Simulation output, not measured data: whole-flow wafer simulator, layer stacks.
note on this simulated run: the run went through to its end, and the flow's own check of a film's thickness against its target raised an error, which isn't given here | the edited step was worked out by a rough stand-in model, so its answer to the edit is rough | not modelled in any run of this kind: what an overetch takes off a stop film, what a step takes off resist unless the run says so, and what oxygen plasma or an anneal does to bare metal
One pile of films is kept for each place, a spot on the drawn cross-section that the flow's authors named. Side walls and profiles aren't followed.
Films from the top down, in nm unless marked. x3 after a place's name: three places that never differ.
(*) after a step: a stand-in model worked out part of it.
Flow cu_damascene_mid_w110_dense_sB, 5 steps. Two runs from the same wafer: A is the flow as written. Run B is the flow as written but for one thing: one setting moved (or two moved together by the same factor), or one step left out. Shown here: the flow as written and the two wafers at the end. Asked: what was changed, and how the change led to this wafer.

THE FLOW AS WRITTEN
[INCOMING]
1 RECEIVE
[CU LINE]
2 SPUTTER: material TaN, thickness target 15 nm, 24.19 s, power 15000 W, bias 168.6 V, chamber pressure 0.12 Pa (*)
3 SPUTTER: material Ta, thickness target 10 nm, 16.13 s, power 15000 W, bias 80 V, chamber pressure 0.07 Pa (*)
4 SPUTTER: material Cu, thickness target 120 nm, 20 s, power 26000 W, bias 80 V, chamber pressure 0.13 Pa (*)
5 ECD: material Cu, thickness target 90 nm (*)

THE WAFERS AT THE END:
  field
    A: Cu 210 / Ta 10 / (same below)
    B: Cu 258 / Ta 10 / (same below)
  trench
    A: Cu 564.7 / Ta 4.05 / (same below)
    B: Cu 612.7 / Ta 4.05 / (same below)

The cause: step 4, SPUTTER: 28 s was run, where the flow has 20 s.

How the change led to this, step by step:
  4 SPUTTER: material Cu, thickness target 120 nm, 20 s, power 26000 W, bias 80 V, chamber pressure 0.13 Pa (*)
      field: A Cu +120 (new film) | B Cu +168 (new film)
      trench: A Cu +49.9 (new film) | B Cu +69.9 (new film)
  5 ECD: material Cu, thickness target 90 nm (*)
      trench: A Cu +514.8 | B Cu +542.8
